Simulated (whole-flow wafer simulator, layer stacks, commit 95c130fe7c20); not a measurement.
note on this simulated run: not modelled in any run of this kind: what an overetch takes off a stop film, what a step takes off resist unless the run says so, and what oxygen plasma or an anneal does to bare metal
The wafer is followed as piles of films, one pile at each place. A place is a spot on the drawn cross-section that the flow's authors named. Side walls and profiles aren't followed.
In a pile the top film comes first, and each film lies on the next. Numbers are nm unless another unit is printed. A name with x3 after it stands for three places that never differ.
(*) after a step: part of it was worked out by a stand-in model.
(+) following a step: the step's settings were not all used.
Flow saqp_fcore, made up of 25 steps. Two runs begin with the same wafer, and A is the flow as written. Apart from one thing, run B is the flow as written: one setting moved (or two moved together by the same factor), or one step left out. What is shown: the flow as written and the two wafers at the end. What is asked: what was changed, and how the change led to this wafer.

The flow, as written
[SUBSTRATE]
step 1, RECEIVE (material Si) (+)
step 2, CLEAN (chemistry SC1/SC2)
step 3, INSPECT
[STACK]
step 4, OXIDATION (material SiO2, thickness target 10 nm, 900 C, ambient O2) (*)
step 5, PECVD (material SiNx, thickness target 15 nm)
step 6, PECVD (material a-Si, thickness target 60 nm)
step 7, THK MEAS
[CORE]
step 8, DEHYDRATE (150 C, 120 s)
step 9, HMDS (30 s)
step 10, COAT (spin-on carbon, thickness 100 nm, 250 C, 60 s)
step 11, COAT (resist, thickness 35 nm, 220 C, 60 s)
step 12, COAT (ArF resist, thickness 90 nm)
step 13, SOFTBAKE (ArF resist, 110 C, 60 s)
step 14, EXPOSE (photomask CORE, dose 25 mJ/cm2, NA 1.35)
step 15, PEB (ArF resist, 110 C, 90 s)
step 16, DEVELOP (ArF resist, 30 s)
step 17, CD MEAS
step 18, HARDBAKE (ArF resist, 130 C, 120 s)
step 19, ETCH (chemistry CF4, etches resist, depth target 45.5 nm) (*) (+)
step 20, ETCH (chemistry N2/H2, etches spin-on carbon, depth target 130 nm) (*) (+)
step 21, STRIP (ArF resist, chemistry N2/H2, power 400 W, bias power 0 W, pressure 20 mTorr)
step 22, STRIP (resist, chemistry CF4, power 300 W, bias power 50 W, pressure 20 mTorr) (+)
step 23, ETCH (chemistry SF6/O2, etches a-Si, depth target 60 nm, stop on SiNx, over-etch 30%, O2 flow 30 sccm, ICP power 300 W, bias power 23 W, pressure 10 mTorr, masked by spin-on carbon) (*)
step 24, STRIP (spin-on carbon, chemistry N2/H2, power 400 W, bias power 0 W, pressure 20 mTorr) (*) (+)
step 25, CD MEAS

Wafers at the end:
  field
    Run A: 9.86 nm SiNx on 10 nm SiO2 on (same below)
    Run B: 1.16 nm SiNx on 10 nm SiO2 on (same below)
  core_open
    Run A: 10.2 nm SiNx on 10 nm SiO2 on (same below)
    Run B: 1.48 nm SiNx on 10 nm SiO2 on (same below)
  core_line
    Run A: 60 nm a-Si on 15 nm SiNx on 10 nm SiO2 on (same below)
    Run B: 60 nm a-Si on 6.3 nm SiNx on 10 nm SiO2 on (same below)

Cause: step 5, PECVD: thickness target 6.3 nm was run, while the flow as written has thickness target 15 nm.
The wafer itself shows it: core_line has SiNx 6.3, and step 5 as written asks for 15 nm.

The path from the change to this, step by step:
  step 5, PECVD (material SiNx, thickness target 15 nm)
      field, core_open, core_line: A SiNx gains 15 (new film) | B SiNx gains 6.3 (new film)
